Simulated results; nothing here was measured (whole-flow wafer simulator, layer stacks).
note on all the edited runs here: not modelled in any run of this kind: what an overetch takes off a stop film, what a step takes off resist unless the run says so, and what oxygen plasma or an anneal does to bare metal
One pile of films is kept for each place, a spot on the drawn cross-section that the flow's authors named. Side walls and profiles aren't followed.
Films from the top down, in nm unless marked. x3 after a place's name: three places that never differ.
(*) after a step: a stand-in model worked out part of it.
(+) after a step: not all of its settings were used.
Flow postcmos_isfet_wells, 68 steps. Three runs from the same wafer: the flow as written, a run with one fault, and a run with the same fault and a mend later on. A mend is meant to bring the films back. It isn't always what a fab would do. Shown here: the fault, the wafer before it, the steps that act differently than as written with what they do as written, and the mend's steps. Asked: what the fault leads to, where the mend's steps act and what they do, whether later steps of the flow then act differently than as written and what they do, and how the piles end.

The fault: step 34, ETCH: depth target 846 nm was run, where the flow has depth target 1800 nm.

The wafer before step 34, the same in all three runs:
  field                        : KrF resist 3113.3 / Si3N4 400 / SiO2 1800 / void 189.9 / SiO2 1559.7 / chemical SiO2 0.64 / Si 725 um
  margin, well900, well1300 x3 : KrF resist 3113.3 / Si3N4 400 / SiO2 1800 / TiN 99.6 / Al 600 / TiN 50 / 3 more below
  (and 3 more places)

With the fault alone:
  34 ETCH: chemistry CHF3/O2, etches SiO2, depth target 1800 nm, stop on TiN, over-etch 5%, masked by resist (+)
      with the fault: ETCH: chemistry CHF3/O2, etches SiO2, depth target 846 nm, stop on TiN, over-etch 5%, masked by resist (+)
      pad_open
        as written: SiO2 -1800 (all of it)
        with the fault: SiO2 -846
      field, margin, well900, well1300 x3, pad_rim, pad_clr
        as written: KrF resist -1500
        with the fault: KrF resist -705
  Later steps of the flow that act differently than as written (1 more step differs only slightly, by at most 2% or 0.5 nm, whichever is larger, and isn't shown):
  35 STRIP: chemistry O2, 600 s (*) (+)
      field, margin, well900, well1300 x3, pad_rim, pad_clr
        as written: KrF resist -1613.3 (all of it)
        with the fault: KrF resist -2408.3 (all of it)
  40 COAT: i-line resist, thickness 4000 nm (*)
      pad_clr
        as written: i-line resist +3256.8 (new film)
        with the fault: i-line resist +3563.3 (new film)
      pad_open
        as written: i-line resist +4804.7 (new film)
        with the fault: i-line resist +4460 (new film)
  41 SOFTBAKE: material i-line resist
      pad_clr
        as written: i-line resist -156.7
        with the fault: i-line resist -70.3
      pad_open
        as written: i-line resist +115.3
        with the fault: i-line resist +69.3
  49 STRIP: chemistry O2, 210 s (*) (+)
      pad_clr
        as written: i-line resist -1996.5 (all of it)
        with the fault: i-line resist -2389.4 (all of it)
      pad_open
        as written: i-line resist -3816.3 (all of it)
        with the fault: i-line resist -3425.7 (all of it)
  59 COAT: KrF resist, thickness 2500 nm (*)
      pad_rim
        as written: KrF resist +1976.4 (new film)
        with the fault: KrF resist +2198.5 (new film)
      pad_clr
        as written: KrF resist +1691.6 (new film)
        with the fault: KrF resist +2023.3 (new film)
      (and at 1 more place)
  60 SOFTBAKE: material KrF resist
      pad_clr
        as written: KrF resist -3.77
        with the fault: KrF resist -2.31
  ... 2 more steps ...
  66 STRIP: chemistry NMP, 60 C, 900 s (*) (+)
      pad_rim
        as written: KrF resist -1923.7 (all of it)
        with the fault: KrF resist -2143.8 (all of it)
  At the end the piles differ from the flow's by more than 2% or 0.5 nm, whichever is larger, at pad_open.
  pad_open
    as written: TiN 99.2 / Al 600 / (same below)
    with the fault: SiO2 954 / TiN 99.6 / Al 600 / (same below)

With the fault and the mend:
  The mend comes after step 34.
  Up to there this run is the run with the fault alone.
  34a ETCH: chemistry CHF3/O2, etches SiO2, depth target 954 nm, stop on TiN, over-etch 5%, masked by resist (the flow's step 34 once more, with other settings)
      field, margin, well900, well1300 x3, pad_rim, pad_clr
        KrF resist -795
      pad_open
        SiO2 -954 (all of it)
  No later step of the flow acts differently than as written at any place that is followed.
  At the end the piles are the same as the flow's at every place that both follow.
